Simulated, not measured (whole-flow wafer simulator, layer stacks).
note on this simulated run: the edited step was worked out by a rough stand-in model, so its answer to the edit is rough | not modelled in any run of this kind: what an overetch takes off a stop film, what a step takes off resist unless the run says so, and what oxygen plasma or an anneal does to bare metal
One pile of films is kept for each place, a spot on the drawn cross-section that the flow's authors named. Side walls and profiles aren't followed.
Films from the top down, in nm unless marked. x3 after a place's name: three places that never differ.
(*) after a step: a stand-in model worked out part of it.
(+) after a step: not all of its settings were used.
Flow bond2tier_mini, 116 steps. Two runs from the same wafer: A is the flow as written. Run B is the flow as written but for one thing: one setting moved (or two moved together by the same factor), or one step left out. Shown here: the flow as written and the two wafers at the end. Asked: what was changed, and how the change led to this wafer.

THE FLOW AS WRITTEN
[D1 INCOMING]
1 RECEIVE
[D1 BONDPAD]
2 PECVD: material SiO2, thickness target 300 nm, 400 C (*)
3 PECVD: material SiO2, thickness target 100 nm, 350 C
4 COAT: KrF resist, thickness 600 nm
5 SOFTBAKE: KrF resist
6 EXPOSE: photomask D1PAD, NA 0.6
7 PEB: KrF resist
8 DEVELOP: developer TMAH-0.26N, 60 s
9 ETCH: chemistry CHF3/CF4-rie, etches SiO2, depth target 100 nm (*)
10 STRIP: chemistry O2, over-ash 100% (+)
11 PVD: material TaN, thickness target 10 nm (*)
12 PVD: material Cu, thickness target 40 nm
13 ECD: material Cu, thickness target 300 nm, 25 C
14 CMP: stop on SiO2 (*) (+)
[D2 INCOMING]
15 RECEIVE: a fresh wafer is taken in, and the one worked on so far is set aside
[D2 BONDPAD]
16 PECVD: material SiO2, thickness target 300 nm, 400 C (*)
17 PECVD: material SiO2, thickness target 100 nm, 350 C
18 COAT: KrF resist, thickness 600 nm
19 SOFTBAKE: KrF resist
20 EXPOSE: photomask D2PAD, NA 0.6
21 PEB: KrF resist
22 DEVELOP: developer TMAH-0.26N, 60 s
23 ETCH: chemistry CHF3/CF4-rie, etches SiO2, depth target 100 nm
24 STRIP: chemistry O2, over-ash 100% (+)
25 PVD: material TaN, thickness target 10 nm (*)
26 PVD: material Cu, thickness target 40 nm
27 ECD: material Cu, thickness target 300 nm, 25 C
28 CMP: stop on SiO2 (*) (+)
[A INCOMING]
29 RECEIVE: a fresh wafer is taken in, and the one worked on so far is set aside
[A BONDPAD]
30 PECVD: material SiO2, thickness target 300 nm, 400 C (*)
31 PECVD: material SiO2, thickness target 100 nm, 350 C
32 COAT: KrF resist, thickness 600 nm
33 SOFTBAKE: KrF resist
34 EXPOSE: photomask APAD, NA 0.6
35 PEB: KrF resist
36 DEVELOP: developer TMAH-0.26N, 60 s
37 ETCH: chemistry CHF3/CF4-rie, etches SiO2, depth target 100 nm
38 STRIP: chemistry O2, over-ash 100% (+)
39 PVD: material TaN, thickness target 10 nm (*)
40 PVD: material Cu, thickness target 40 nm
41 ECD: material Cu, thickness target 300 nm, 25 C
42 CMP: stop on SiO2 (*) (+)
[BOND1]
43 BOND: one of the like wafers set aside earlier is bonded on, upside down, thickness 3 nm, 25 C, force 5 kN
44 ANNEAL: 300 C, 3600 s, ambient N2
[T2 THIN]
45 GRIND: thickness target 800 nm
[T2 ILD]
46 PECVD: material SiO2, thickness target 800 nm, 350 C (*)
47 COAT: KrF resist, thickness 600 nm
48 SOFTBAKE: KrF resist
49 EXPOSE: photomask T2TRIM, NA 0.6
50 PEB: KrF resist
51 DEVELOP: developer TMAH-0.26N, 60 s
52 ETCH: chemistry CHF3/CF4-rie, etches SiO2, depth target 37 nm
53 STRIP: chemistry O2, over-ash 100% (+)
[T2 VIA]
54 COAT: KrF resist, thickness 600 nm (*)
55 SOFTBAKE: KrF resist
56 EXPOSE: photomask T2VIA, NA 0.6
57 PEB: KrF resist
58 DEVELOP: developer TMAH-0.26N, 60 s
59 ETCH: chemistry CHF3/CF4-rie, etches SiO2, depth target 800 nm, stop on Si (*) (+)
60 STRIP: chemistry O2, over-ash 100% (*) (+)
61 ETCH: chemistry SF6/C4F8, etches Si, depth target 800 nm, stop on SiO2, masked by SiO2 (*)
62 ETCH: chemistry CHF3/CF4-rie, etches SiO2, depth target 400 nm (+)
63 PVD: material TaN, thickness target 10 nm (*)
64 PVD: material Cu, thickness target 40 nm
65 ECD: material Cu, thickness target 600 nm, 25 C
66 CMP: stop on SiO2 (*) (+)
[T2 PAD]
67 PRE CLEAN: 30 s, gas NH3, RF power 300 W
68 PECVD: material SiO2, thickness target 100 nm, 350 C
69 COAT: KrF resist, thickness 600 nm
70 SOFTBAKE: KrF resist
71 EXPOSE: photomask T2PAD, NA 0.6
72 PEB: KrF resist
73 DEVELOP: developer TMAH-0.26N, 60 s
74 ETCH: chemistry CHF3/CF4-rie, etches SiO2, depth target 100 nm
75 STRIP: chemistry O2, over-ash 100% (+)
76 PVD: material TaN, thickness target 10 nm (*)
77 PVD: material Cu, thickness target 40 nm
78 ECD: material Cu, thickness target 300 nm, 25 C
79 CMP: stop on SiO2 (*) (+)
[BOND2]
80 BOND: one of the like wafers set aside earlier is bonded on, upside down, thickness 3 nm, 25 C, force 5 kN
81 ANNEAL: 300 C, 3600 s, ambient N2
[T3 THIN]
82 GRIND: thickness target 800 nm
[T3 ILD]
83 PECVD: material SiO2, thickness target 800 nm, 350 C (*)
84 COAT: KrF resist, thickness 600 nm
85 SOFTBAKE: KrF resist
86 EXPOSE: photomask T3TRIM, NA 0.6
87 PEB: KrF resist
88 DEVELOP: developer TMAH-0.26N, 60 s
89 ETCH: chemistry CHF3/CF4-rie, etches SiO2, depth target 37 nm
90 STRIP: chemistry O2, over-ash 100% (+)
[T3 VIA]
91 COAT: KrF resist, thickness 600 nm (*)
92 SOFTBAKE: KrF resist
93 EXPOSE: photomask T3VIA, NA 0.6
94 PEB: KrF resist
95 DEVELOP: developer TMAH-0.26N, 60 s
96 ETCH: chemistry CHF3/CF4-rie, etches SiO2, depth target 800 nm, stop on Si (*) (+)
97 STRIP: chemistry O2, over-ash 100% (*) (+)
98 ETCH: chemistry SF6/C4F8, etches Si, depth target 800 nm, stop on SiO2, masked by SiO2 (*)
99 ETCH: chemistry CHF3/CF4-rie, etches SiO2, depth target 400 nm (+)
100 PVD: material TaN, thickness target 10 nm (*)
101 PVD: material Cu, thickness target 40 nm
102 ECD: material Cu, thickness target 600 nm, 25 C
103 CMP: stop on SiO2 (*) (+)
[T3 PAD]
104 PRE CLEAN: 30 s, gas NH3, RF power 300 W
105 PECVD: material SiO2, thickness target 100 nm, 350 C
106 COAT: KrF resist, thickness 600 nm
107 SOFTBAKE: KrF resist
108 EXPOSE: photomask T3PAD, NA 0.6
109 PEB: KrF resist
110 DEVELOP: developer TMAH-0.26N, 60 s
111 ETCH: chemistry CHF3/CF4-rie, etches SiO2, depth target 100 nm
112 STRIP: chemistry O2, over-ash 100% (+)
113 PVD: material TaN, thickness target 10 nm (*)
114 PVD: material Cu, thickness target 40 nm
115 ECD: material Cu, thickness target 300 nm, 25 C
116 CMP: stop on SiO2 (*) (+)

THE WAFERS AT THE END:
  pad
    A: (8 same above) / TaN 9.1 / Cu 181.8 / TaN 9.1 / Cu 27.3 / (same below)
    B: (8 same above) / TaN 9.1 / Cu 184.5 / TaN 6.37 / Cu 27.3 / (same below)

The cause: step 76, PVD: thickness target 7 nm was run, where the flow has thickness target 10 nm.

How the change led to this, step by step:
  76 PVD: material TaN, thickness target 10 nm (*)
      field: A TaN +10 (new film) | B TaN +7 (new film)
      pad: A TaN +9.1 (new film) | B TaN +6.37 (new film)
  79 CMP: stop on SiO2 (*) (+)
      field: A Cu -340 (all of it), TaN -10 (all of it) | B Cu -340 (all of it), TaN -7 (all of it)
